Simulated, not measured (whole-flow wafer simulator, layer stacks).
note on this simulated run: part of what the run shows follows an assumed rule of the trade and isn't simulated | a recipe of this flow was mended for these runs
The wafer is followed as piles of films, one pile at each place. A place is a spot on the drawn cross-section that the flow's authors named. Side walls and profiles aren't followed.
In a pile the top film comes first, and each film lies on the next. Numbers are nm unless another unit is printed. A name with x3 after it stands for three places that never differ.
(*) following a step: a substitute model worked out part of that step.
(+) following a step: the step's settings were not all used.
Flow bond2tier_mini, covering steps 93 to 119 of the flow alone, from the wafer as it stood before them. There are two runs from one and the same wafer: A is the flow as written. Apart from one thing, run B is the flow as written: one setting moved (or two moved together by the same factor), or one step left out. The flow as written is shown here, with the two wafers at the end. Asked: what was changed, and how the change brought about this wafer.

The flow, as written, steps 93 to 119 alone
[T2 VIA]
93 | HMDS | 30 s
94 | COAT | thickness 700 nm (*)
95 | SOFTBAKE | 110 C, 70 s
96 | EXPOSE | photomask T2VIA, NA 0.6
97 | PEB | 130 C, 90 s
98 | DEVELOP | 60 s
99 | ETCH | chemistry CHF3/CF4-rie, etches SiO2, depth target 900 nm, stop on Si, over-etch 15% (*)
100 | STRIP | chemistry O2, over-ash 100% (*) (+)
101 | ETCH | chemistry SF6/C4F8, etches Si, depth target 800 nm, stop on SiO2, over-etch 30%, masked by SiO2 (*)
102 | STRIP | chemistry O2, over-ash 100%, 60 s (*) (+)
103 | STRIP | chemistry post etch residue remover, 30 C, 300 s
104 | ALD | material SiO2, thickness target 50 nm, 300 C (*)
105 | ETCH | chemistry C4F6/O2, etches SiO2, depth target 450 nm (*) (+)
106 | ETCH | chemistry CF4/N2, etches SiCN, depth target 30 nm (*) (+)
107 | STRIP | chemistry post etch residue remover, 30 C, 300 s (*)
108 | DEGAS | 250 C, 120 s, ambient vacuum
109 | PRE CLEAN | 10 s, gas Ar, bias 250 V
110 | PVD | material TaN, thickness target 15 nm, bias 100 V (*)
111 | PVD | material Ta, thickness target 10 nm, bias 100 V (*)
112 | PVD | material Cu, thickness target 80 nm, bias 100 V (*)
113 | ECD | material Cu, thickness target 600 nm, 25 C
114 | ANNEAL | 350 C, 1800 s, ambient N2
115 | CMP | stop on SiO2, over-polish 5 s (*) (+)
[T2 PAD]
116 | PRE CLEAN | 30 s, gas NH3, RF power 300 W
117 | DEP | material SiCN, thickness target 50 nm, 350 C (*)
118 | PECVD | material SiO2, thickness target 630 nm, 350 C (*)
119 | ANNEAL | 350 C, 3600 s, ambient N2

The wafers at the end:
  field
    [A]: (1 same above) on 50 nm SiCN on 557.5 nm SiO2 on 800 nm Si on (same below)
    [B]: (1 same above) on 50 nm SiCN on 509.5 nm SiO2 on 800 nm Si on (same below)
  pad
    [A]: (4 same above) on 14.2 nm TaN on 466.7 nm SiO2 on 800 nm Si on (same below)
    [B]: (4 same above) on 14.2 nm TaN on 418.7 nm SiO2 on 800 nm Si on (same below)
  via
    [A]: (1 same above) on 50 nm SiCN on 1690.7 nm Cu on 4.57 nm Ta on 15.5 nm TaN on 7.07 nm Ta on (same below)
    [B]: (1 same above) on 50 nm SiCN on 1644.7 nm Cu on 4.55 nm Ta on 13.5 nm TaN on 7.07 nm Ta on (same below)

Cause: step 104, ALD: thickness target 56 nm was run, whereas the flow has thickness target 50 nm; step 105, ETCH: depth target 504 nm was run, where the flow has depth target 450 nm.

The path from the change to this, step by step:
  104 | ALD | material SiO2, thickness target 50 nm, 300 C (*)
      field, pad, via: A +50 SiO2 | B +56 SiO2
  105 | ETCH | chemistry C4F6/O2, etches SiO2, depth target 450 nm (*) (+)
      field, pad: A -450 SiO2 | B -504 SiO2
      via: A -348.1 SiO2 (all of it), -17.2 SiCN | B -354.1 SiO2 (all of it), -25.3 SiCN
  106 | ETCH | chemistry CF4/N2, etches SiCN, depth target 30 nm (*) (+)
      via: A -17.6 SiCN (all of it), -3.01 TaN | B -9.55 SiCN (all of it), -4.99 TaN
